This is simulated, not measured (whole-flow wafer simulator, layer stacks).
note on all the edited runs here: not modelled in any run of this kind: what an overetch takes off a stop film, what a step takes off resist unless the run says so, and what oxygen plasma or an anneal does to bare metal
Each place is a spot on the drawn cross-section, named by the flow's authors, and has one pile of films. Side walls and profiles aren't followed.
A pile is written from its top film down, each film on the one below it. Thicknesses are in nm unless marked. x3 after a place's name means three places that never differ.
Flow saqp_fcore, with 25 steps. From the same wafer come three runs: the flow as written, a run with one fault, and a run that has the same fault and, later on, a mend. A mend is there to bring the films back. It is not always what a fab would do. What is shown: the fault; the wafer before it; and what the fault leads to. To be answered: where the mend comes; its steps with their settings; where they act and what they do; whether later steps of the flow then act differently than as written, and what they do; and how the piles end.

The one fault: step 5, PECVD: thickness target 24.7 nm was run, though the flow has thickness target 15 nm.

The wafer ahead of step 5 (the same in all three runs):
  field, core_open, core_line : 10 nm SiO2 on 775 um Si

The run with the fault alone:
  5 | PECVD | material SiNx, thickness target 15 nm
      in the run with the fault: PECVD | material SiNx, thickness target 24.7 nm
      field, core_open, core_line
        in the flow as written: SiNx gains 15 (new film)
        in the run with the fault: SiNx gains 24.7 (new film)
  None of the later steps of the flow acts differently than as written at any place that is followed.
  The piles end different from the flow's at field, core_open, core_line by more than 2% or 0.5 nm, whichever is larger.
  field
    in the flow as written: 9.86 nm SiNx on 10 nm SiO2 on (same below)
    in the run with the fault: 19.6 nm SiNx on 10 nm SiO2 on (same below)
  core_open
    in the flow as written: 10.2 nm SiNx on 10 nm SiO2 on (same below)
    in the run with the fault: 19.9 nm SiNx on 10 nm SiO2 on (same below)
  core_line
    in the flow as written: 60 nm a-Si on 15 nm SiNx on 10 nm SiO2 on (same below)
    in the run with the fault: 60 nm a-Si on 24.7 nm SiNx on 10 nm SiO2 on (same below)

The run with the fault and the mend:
  After step 5 comes the mend.
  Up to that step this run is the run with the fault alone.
  5a | ETCH | chemistry h3po4, depth target 28.4 nm
      field, core_open, core_line
        SiNx loses 24.7 (all of it)
  5b | PECVD | material SiNx, thickness target 15 nm (a further turn of the flow's step 5)
      field, core_open, core_line
        SiNx gains 15 (new film)
  None of the later steps of the flow acts differently than as written at any place that is followed.
  The piles end the same as the flow's at every place that both follow.
